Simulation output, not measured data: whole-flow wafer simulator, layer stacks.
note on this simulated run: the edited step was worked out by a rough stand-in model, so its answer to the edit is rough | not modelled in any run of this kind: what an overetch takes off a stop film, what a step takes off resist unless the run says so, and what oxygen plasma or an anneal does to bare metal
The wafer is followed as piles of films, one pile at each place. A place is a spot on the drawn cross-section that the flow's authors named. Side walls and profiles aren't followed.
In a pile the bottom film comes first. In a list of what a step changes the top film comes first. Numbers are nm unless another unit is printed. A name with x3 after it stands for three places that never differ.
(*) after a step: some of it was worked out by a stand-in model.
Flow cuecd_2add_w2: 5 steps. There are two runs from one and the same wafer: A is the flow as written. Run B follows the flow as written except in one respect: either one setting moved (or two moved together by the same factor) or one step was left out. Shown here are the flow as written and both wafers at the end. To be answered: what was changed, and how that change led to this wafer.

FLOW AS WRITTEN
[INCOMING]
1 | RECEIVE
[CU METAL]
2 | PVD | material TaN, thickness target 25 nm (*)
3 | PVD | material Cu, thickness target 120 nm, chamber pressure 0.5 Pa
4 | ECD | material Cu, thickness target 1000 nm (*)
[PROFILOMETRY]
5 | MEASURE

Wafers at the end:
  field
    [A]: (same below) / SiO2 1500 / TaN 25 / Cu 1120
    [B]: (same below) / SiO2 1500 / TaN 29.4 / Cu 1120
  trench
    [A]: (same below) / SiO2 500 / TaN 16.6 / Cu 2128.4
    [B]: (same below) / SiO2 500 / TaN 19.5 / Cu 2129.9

The reason: step 2, PVD: thickness target 29.4 nm was run, though the flow has thickness target 25 nm.
One can read it off the wafer: field has TaN 29.4, and step 2 as written asks for 25 nm.

The path from the change to this, step by step:
  2 | PVD | material TaN, thickness target 25 nm (*)
      field: A TaN gains 25 (new film) | B TaN gains 29.4 (new film)
      trench: A TaN gains 16.6 (new film) | B TaN gains 19.5 (new film)
